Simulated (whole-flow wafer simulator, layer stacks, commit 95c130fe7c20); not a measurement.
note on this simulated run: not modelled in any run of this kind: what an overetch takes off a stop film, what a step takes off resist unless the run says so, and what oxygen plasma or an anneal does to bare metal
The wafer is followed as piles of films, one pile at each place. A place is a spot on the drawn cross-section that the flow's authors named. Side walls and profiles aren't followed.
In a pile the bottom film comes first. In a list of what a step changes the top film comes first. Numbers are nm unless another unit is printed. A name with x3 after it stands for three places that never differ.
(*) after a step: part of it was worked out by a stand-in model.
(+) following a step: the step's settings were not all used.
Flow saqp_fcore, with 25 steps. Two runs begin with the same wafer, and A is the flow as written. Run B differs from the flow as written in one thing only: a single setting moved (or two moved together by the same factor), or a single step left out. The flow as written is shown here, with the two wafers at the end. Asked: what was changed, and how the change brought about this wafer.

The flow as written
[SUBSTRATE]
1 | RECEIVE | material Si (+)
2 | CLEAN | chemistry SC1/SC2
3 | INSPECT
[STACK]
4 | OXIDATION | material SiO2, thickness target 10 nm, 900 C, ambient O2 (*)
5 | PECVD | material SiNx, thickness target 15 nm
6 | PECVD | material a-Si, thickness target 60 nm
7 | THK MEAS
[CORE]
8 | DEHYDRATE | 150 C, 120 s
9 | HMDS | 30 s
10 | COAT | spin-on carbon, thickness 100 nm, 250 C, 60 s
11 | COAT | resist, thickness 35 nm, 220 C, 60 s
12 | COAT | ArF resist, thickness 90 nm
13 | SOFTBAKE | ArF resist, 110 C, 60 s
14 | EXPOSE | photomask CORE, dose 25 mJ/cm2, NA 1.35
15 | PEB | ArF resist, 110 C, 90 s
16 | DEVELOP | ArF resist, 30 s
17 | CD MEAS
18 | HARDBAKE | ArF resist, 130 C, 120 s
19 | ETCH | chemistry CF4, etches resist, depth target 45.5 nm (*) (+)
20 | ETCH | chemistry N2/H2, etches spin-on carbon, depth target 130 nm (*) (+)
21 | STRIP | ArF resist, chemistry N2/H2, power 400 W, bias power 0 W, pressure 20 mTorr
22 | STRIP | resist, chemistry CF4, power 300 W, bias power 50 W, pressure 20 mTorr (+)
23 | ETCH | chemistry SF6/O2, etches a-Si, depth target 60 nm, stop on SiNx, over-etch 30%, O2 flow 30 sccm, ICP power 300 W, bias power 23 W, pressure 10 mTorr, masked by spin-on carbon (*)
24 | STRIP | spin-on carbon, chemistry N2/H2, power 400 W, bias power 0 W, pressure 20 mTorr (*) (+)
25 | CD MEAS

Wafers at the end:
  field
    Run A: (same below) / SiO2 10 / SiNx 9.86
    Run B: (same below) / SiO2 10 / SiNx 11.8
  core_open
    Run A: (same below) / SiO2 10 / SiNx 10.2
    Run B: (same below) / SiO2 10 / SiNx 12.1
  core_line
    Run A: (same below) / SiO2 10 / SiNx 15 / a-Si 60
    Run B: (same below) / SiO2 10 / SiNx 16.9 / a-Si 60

Cause: step 5, PECVD: thickness target 16.9 nm was run, while the flow as written has thickness target 15 nm.
One can read it off the wafer: core_line has SiNx 16.9, and step 5 as written asks for 15 nm.

How this came from the change, step by step:
  5 | PECVD | material SiNx, thickness target 15 nm
      field, core_open, core_line: A +15 SiNx (new film) | B +16.9 SiNx (new film)
